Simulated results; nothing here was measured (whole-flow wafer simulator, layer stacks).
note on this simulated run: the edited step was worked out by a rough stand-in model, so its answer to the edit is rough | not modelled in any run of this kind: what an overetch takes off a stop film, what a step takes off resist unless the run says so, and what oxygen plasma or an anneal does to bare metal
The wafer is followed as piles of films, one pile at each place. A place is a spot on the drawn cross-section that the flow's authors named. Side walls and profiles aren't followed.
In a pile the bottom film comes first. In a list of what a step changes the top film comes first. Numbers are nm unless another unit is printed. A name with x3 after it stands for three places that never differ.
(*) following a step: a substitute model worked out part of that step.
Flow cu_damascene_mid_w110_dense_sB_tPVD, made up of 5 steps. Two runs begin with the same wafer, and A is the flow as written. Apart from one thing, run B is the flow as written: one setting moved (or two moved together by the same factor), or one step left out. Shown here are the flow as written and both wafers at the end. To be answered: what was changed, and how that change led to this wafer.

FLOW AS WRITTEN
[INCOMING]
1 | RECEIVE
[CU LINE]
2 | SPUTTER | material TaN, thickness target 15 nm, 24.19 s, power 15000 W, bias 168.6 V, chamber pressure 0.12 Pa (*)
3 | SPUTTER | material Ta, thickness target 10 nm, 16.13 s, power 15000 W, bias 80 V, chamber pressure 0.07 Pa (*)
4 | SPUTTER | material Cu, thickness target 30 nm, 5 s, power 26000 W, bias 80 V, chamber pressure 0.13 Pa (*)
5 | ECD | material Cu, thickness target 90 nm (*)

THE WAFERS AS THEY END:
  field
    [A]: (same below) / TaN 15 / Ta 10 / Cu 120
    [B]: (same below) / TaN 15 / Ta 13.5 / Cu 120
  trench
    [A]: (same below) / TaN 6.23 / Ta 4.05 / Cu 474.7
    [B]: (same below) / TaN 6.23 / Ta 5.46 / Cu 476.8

The reason: step 3, SPUTTER: thickness target 13.5 nm was run, while the flow as written has thickness target 10 nm; step 3, SPUTTER: 21.78 s was run, where the flow has 16.13 s.
One can read it off the wafer: field has Ta 13.5, and step 3 as written asks for 10 nm.

The path from the change to this, step by step:
  3 | SPUTTER | material Ta, thickness target 10 nm, 16.13 s, power 15000 W, bias 80 V, chamber pressure 0.07 Pa (*)
      field: A +10 Ta (new film) | B +13.5 Ta (new film)
      trench: A +4.05 Ta (new film) | B +5.46 Ta (new film)
